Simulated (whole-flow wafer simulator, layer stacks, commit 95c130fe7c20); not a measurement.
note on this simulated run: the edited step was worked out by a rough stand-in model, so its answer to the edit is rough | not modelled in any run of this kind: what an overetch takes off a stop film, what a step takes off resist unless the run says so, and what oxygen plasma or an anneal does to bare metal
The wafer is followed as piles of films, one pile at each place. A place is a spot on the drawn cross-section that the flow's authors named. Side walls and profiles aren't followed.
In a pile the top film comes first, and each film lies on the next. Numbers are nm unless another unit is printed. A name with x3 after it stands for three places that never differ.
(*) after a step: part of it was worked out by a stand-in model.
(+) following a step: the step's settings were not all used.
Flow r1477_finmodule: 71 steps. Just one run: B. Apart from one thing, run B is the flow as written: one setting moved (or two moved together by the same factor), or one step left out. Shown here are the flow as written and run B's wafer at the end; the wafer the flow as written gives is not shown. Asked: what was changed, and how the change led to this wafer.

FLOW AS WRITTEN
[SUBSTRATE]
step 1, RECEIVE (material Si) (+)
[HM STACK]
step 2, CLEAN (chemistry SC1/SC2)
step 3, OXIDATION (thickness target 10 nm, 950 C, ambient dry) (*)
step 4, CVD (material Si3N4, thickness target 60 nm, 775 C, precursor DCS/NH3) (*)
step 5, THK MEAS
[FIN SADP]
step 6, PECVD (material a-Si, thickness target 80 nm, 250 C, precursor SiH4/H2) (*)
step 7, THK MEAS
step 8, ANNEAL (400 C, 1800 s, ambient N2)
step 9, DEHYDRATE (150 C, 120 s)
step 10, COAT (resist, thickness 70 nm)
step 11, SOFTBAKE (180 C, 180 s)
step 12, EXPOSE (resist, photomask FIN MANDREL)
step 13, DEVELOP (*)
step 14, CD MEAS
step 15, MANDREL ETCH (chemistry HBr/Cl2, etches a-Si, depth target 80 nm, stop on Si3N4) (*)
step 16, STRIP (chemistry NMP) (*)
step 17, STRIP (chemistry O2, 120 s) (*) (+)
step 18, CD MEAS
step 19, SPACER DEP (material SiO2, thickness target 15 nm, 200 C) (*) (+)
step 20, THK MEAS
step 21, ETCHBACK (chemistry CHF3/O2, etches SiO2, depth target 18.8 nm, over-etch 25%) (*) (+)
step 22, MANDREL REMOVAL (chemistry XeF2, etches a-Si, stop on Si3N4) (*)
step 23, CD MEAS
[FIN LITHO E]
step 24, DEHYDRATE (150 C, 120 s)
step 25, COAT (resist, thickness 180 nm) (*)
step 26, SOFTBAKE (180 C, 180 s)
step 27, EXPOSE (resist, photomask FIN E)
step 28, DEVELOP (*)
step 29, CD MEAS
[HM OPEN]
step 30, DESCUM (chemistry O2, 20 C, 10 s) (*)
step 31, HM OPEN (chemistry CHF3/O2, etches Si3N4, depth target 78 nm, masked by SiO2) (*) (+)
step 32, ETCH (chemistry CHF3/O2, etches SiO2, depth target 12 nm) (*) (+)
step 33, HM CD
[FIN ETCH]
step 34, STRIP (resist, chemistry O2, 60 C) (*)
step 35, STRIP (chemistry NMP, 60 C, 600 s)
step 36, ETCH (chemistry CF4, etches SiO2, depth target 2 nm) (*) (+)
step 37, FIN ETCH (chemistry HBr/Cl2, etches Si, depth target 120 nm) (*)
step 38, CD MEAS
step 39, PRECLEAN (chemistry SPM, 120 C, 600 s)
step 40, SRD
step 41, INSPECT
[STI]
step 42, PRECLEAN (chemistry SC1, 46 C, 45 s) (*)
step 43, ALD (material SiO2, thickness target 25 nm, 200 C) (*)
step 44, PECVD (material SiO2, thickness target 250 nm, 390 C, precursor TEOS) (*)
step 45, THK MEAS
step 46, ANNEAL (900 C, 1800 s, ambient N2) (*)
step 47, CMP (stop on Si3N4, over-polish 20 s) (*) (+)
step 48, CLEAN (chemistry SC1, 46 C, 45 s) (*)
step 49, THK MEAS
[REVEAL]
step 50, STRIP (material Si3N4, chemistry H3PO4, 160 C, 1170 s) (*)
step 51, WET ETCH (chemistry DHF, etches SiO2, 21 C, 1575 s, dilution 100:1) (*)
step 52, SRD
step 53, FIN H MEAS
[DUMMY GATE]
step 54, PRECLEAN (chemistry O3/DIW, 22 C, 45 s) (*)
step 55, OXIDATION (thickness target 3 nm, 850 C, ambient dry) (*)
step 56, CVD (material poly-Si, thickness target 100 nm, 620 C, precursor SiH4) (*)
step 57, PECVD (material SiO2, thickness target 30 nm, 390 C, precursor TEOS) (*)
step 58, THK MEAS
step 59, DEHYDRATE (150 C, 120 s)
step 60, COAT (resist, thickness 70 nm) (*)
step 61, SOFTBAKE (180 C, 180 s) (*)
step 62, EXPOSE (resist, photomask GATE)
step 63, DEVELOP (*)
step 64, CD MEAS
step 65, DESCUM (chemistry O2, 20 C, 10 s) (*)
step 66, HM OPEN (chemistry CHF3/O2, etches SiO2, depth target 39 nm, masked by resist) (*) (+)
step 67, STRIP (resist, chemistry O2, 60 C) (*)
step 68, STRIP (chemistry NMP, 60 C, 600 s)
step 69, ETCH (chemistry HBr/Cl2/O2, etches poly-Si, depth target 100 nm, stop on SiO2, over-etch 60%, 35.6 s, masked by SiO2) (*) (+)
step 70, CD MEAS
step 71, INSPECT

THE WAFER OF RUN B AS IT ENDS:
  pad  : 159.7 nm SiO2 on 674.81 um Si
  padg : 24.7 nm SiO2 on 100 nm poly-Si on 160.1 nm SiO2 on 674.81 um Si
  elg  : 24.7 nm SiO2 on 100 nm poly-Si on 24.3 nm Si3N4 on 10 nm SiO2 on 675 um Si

What caused this: step 37, FIN ETCH: depth target 177 nm was run, whereas the flow has depth target 120 nm.

The path from the change to this, step by step:
  step 37, FIN ETCH (chemistry HBr/Cl2, etches Si, depth target 120 nm) (*)
      pad, padg, esg and 19 more: Si loses 177 (in the flow as written it would be: Si loses 120)
      elg, e40lg, e100lg, e200lg, elo, e40lo, e100lo, e200lo: Si3N4 loses 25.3 (in the flow as written it would be: Si3N4 loses 17.1)
      (also at 6 further places)
  step 43, ALD (material SiO2, thickness target 25 nm, 200 C) (*)
      s40cg, s45cg, s50cg, s40co, s45co, s50co: SiO2 gains 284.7 (new film) (in the flow as written it would be: SiO2 gains 232.1 (new film))
      esg: SiO2 gains 243.1 (new film) (in the flow as written it would be: SiO2 gains 194.3 (new film))
  step 47, CMP (stop on Si3N4, over-polish 20 s) (*) (+)
      pad, padg, e40sg and 11 more: SiO2 loses 14.8 (in the flow as written it would be: SiO2 loses 71.8)
      elg, esg, e40lg and 6 more: SiO2 loses 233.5 (in the flow as written it would be: SiO2 loses 241.6)
      (also at 1 further place)
  step 51, WET ETCH (chemistry DHF, etches SiO2, 21 C, 1575 s, dilution 100:1) (*)
      elg, e40lg, e100lg, e200lg, elo, e40lo, e100lo, e200lo: SiO2 loses 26 (all of it), Si3N4 loses 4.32 (in the flow as written it would be: SiO2 loses 17.8 (all of it), Si3N4 loses 4.97)
  step 56, CVD (material poly-Si, thickness target 100 nm, 620 C, precursor SiH4) (*)
      esg: poly-Si gains 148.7 (new film) (in the flow as written it would be: poly-Si gains 156 (new film))
  step 60, COAT (resist, thickness 70 nm) (*)
      e40sg, eso, e40so: resist gains 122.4 (new film) (in the flow as written it would be: resist gains 129.5 (new film))
      e100sg, e100so: resist gains 122.4 (new film) (in the flow as written it would be: resist gains 129.4 (new film))
      (also at 2 further places)
  step 63, DEVELOP (*)
      eso, e40so: resist loses 122.4 (all of it) (in the flow as written it would be: resist loses 129.5 (all of it))
      e100so: resist loses 122.4 (all of it) (in the flow as written it would be: resist loses 129.4 (all of it))
      (also at 1 further place)
  step 67, STRIP (resist, chemistry O2, 60 C) (*)
      e40sg: resist loses 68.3 (all of it) (in the flow as written it would be: resist loses 75.4 (all of it))
      e100sg: resist loses 68.3 (all of it) (in the flow as written it would be: resist loses 75.3 (all of it))
      (also at 1 further place)
